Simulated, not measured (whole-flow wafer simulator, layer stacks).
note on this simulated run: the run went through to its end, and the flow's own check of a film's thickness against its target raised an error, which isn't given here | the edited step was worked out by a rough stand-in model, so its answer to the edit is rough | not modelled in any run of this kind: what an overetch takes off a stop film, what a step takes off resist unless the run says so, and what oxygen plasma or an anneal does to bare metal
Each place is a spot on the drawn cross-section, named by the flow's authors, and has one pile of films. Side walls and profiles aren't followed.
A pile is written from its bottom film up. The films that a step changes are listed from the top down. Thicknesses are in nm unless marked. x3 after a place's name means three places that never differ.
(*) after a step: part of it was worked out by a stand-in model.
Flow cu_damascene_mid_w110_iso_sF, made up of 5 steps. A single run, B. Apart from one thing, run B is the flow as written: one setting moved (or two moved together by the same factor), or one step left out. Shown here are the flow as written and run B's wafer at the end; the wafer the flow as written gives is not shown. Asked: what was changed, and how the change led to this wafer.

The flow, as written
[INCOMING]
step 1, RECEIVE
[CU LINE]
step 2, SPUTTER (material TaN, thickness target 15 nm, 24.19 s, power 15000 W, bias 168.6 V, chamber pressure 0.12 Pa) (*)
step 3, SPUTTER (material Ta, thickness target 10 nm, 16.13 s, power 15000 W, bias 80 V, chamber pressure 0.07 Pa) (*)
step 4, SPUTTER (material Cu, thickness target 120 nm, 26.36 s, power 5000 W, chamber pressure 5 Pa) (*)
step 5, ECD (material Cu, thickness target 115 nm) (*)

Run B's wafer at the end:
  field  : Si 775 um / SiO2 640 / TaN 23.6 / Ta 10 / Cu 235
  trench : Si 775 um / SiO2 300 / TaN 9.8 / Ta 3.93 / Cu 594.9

The reason: step 2, SPUTTER: thickness target 23.6 nm was run, whereas the flow has thickness target 15 nm; step 2, SPUTTER: 38.1 s was run, where the flow has 24.19 s.
One can read it off the wafer: field has TaN 23.6, and step 2 as written asks for 15 nm.

Step by step, how the change led to this:
  step 2, SPUTTER (material TaN, thickness target 15 nm, 24.19 s, power 15000 W, bias 168.6 V, chamber pressure 0.12 Pa) (*)
      field: +23.6 TaN (new film) (in the flow as written it would be: +15 TaN (new film))
      trench: +9.8 TaN (new film) (in the flow as written it would be: +6.23 TaN (new film))
  step 4, SPUTTER (material Cu, thickness target 120 nm, 26.36 s, power 5000 W, chamber pressure 5 Pa) (*)
      trench: +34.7 Cu (new film) (in the flow as written it would be: +35.7 Cu (new film))
